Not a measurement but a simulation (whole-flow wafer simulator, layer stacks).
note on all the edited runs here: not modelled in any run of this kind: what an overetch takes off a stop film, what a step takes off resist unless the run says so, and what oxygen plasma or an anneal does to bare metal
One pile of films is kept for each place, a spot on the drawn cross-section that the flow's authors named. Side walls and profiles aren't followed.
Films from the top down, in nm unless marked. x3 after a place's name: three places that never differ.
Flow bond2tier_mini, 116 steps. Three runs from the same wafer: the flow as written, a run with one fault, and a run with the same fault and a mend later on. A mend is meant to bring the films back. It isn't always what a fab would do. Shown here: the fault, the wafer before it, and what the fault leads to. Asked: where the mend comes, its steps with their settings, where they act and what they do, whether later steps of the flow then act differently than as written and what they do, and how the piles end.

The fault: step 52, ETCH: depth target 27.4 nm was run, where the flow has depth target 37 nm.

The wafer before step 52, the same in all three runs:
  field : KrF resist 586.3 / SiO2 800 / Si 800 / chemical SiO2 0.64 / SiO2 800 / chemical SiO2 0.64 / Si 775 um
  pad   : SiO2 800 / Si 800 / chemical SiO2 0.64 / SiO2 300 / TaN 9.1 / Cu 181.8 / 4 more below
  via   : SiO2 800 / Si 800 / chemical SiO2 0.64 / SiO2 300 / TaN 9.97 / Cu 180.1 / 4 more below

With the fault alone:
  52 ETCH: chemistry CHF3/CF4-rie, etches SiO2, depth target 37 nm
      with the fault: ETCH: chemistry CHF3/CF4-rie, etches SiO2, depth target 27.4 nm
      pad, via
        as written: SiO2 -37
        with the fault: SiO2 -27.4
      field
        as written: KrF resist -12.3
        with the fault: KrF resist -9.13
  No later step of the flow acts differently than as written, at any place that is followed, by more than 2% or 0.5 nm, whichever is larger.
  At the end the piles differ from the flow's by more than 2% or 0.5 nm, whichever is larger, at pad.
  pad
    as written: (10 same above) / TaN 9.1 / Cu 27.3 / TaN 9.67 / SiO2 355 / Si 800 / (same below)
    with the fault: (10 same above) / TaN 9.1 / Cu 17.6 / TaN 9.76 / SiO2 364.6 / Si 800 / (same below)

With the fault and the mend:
  The mend comes after step 52.
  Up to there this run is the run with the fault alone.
  52a ETCH: chemistry CHF3/CF4-rie, etches SiO2, depth target 9.6 nm (the flow's step 52 once more, with other settings)
      pad, via
        SiO2 -9.6
      field
        KrF resist -3.2
  No later step of the flow acts differently than as written at any place that is followed.
  At the end the piles are the same as the flow's at every place that both follow.
